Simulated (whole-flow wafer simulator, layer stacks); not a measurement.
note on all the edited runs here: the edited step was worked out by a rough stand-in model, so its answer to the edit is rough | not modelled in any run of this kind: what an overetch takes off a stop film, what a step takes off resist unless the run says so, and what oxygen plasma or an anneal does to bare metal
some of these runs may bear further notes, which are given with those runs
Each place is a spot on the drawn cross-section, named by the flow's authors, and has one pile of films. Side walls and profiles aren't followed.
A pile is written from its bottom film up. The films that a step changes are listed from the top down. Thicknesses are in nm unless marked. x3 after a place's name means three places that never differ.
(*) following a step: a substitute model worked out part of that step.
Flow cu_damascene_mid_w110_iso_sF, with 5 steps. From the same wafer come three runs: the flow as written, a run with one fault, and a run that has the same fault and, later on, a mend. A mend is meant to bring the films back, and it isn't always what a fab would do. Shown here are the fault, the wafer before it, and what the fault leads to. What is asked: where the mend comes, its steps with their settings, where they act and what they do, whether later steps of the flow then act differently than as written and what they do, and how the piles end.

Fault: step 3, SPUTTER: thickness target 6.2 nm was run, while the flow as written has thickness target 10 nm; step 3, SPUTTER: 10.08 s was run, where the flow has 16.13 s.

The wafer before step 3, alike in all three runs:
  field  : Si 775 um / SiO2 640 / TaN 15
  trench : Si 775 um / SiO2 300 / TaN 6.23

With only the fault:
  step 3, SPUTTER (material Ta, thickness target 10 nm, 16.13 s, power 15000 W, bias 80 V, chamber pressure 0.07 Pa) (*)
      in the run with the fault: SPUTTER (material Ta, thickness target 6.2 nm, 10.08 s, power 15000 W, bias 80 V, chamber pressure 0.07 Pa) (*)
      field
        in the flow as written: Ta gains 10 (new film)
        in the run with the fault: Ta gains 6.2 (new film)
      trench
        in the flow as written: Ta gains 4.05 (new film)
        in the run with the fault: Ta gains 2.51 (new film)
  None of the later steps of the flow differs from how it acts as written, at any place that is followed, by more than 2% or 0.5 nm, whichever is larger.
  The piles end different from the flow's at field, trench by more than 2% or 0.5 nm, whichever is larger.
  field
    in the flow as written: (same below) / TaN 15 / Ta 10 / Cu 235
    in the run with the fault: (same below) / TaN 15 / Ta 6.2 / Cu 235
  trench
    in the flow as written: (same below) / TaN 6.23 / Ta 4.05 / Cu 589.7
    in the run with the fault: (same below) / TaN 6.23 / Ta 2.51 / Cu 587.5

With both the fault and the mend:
  The mend stands after step 3.
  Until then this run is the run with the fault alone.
  step 3a, SPUTTER (material Ta, thickness target 3.8 nm, 6.129 s, power 15000 W, bias 80 V, chamber pressure 0.07 Pa) (*) (the flow's step 3, run once more with other settings)
      field
        Ta gains 3.8
      trench
        Ta gains 1.5
  None of the later steps of the flow differs from how it acts as written, at any place that is followed, by more than 2% or 0.5 nm, whichever is larger.
  The piles end only slightly different from the flow's at the places that both follow, by no more than 2% or 0.5 nm, whichever is larger.
